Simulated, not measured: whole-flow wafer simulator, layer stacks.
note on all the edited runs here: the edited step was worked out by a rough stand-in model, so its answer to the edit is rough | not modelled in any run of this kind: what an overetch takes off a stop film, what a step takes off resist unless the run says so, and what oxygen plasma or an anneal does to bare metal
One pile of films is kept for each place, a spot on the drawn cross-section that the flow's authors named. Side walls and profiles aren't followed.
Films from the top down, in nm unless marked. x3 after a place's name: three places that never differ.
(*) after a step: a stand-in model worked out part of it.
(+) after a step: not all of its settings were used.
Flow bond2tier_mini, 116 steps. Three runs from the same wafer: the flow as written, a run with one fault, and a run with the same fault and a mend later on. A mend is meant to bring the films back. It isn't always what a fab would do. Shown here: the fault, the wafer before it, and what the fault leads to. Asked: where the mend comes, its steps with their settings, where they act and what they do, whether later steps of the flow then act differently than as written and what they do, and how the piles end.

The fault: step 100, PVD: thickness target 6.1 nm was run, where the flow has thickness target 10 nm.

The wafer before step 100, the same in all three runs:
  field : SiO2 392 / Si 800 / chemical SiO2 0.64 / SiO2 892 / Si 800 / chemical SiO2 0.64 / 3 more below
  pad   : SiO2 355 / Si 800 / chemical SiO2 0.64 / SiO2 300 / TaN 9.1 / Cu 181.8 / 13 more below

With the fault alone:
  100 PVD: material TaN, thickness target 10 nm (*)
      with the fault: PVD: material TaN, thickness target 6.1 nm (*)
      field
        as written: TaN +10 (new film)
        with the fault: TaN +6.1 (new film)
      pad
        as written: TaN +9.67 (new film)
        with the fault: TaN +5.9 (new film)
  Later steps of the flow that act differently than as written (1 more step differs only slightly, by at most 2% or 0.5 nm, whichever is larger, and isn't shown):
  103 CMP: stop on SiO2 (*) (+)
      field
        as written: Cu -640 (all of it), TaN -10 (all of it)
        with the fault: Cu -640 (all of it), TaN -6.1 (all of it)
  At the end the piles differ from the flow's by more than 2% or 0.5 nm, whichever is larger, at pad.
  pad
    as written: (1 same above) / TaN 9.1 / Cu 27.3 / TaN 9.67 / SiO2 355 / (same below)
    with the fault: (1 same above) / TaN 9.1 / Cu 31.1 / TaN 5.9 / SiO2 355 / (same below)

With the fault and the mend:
  The mend comes after step 100.
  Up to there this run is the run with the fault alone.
  100a PVD: material TaN, thickness target 3.9 nm (*) (the flow's step 100 once more, with other settings)
      field
        TaN +3.9
      pad
        TaN +3.77
  No later step of the flow acts differently than as written at any place that is followed.
  At the end the piles are the same as the flow's at every place that both follow.
